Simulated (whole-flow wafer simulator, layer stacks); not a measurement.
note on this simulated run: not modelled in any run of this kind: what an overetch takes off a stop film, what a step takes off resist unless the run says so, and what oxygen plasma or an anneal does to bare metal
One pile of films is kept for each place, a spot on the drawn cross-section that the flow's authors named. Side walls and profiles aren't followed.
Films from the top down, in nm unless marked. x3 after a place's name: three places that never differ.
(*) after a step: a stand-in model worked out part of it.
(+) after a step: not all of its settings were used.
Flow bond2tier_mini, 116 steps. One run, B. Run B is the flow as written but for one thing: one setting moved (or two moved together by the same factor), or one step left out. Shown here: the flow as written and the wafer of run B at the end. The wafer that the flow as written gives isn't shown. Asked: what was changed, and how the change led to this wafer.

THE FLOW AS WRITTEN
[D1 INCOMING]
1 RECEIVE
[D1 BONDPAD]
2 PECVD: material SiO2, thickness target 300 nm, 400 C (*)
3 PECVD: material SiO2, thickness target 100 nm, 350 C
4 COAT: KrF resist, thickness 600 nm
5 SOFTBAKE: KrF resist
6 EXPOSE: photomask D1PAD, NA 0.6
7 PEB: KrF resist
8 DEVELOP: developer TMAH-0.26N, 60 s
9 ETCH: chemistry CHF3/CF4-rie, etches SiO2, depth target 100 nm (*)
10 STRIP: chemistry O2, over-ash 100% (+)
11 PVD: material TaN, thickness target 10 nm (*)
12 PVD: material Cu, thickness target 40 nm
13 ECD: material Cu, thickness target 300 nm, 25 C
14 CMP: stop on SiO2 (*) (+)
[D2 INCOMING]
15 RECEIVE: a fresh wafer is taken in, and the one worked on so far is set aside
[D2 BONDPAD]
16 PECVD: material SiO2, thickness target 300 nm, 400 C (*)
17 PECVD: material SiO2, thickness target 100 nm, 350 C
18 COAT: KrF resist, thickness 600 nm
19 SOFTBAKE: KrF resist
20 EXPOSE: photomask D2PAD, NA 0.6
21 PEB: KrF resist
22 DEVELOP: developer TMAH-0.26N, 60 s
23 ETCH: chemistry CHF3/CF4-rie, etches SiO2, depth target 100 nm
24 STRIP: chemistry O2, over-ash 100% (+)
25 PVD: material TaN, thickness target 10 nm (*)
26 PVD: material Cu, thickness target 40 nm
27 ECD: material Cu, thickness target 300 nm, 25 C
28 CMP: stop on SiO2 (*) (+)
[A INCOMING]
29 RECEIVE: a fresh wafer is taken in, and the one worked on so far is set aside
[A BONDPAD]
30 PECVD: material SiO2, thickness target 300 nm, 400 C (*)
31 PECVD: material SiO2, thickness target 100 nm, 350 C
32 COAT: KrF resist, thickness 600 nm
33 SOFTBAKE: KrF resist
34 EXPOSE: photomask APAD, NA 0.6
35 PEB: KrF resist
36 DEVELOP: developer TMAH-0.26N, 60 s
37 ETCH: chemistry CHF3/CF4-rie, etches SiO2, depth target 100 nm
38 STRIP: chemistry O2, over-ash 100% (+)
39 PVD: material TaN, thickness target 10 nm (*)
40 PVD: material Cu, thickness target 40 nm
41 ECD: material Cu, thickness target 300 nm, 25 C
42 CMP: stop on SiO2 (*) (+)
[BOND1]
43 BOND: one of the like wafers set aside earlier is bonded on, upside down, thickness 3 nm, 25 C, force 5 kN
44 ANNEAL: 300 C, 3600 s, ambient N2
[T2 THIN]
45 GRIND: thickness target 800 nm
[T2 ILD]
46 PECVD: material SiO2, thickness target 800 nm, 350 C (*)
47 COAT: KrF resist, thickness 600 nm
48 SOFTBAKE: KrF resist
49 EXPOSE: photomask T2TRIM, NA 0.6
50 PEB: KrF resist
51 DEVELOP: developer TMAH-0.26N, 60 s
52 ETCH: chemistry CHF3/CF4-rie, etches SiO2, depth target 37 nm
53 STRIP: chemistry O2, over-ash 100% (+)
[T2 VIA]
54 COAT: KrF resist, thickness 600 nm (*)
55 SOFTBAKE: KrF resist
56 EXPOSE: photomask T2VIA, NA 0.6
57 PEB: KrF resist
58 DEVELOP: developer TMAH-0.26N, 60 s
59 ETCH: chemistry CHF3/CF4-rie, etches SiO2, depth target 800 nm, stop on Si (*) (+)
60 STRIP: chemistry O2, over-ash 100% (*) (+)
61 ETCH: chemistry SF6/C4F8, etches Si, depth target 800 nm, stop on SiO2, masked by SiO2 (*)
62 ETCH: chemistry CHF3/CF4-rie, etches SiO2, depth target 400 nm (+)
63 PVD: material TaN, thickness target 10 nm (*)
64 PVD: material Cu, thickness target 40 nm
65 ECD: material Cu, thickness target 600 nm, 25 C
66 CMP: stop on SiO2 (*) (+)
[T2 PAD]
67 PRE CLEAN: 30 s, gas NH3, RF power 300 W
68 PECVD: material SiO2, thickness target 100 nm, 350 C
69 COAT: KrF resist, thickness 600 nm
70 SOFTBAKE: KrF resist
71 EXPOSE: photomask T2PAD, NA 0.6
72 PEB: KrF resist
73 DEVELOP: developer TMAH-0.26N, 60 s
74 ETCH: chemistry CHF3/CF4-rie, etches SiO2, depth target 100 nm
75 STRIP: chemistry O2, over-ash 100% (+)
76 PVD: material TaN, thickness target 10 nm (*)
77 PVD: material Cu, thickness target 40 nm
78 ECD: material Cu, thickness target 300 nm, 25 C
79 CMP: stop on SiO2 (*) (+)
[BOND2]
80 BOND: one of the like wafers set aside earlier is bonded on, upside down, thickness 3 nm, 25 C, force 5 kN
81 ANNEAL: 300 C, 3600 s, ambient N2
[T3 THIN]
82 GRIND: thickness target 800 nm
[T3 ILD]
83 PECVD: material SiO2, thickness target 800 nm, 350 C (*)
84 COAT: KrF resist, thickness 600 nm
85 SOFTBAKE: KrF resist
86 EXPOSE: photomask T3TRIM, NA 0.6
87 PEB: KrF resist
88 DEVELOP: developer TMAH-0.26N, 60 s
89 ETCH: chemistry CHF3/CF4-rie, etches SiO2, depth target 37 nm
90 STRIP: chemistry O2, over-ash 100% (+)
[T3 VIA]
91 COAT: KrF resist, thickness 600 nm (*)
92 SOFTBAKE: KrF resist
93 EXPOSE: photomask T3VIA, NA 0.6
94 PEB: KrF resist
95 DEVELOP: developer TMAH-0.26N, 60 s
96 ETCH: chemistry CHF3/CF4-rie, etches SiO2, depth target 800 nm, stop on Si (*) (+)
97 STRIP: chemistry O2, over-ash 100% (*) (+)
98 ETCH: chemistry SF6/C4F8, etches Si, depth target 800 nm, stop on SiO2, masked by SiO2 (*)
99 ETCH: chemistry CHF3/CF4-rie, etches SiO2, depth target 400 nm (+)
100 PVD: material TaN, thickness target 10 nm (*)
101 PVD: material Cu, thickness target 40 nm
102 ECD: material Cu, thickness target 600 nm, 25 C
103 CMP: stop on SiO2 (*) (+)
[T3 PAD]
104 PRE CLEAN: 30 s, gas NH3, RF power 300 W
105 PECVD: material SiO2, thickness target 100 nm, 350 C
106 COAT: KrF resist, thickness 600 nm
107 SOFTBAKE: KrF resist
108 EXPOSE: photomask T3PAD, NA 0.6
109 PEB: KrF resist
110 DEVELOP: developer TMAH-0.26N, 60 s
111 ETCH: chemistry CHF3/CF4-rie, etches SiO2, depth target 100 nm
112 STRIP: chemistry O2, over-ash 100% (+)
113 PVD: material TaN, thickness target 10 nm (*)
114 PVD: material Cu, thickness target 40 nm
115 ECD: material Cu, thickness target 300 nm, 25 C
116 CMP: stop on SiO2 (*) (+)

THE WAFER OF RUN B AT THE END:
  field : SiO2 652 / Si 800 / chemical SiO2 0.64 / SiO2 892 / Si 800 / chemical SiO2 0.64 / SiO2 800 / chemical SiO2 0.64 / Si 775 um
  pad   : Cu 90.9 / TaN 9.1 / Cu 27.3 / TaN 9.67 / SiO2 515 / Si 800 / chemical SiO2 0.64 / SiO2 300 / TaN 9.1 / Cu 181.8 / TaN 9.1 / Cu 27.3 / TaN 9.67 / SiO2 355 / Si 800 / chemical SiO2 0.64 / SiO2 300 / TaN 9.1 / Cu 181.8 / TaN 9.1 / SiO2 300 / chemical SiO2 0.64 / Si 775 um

The cause: step 99, ETCH: depth target 240 nm was run, where the flow has depth target 400 nm.

How the change led to this, step by step:
  99 ETCH: chemistry CHF3/CF4-rie, etches SiO2, depth target 400 nm (+)
      field, pad: SiO2 -240 (as written it would be: SiO2 -400)
